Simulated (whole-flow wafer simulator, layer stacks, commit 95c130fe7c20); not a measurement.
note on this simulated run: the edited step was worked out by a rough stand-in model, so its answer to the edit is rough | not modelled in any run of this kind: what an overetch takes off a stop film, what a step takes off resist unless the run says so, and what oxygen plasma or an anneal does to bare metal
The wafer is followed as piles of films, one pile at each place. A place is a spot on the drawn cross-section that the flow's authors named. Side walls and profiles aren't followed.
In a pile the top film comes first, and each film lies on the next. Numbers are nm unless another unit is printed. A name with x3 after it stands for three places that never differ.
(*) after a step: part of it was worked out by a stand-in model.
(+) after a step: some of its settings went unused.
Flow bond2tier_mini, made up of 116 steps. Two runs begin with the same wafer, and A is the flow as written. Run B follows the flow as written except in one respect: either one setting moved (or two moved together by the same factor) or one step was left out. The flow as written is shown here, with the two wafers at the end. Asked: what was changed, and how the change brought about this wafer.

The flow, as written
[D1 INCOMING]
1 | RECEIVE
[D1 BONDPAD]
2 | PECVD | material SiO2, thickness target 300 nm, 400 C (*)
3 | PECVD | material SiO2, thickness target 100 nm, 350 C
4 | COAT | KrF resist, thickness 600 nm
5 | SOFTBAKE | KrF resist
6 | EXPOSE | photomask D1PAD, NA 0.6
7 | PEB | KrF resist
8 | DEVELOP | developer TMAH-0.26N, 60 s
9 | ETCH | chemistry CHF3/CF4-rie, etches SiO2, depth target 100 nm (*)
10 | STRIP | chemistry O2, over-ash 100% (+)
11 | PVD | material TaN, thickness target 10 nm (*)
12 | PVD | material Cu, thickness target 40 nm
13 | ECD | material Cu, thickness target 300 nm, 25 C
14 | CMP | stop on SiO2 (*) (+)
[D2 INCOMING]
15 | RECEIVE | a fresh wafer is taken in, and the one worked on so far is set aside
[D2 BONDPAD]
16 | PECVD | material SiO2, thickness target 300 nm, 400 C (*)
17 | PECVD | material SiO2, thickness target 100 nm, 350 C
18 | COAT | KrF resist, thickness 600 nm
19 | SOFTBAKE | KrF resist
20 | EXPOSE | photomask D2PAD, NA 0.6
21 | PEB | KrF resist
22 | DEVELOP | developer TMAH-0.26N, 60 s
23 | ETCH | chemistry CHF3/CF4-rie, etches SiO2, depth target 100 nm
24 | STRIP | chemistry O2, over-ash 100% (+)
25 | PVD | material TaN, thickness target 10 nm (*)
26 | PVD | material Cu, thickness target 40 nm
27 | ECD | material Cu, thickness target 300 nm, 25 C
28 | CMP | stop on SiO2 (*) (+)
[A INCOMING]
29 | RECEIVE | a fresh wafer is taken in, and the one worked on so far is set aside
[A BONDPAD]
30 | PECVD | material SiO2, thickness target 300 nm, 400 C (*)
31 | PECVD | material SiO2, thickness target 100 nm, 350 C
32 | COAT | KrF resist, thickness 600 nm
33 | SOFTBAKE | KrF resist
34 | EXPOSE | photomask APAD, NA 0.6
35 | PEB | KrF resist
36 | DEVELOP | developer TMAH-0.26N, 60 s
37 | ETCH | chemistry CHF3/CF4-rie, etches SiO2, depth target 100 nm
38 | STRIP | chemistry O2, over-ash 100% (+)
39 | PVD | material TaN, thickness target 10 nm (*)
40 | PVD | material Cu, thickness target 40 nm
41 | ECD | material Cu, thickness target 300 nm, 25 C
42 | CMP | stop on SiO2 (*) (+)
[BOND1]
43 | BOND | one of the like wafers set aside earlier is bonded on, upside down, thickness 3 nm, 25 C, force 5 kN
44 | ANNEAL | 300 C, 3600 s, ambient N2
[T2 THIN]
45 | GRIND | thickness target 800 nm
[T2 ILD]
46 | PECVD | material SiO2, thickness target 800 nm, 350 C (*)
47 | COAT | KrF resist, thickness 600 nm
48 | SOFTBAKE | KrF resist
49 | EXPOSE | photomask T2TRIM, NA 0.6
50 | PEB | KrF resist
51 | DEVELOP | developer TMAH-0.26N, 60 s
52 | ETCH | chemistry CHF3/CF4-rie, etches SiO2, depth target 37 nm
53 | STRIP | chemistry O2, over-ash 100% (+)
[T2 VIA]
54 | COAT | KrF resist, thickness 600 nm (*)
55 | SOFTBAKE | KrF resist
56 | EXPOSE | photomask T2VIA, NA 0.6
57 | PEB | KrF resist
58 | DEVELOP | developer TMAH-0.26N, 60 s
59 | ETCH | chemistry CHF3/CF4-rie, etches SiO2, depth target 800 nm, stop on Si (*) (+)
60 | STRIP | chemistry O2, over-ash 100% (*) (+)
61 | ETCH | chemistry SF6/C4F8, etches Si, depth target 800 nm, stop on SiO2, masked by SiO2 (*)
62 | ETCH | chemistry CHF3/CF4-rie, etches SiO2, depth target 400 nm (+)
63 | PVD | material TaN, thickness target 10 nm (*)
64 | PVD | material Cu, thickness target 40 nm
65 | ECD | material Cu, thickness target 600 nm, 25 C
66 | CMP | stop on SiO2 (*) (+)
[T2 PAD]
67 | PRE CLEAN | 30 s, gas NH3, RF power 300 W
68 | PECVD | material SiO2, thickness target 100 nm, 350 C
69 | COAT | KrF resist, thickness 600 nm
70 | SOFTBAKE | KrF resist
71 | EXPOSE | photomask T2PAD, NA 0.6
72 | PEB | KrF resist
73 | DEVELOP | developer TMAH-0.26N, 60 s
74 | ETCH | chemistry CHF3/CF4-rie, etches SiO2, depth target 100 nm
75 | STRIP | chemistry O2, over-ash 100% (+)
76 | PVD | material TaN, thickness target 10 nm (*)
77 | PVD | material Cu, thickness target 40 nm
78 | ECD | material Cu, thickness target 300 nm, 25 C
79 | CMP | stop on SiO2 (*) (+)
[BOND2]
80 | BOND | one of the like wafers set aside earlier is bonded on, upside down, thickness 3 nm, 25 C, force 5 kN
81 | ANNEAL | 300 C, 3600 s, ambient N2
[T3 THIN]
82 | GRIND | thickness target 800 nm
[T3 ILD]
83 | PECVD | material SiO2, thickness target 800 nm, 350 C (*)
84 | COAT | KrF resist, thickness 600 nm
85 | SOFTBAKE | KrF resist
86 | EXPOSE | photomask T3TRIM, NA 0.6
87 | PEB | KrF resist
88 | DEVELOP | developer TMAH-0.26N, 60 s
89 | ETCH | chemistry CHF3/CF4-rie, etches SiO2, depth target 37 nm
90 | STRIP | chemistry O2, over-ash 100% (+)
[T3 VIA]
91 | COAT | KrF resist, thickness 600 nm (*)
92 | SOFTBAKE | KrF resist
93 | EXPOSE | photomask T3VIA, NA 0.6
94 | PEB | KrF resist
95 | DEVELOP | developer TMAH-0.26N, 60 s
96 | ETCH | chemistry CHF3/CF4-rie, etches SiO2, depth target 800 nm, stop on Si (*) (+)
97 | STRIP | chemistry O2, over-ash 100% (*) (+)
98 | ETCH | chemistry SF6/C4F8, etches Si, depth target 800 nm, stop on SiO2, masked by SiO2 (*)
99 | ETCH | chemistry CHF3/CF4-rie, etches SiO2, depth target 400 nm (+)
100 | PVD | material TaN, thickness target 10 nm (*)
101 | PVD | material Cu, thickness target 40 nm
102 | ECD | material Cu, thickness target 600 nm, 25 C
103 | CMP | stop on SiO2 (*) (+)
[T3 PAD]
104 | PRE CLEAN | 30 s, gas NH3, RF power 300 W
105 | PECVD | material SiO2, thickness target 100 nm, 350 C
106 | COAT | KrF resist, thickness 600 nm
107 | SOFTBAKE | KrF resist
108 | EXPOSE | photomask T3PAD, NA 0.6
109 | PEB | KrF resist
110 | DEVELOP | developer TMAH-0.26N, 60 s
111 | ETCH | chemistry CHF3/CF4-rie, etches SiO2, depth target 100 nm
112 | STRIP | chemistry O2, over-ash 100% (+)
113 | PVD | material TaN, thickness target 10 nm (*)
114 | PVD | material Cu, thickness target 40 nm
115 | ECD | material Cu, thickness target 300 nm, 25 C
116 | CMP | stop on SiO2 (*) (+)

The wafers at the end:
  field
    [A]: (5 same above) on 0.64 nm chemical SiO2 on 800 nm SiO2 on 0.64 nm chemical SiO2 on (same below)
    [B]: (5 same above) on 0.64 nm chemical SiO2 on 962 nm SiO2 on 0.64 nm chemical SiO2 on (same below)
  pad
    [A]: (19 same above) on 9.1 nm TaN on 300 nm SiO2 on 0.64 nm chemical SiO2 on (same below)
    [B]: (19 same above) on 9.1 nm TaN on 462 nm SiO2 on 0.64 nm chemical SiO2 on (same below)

What caused this: step 30, PECVD: thickness target 462 nm was run, while the flow as written has thickness target 300 nm.
The wafer lets one read it off: pad has SiO2 462, and step 30 as written asks for 300 nm.

The path from the change to this, step by step:
  30 | PECVD | material SiO2, thickness target 300 nm, 400 C (*)
      field, pad, via: A SiO2 gains 300 (new film) | B SiO2 gains 462 (new film)
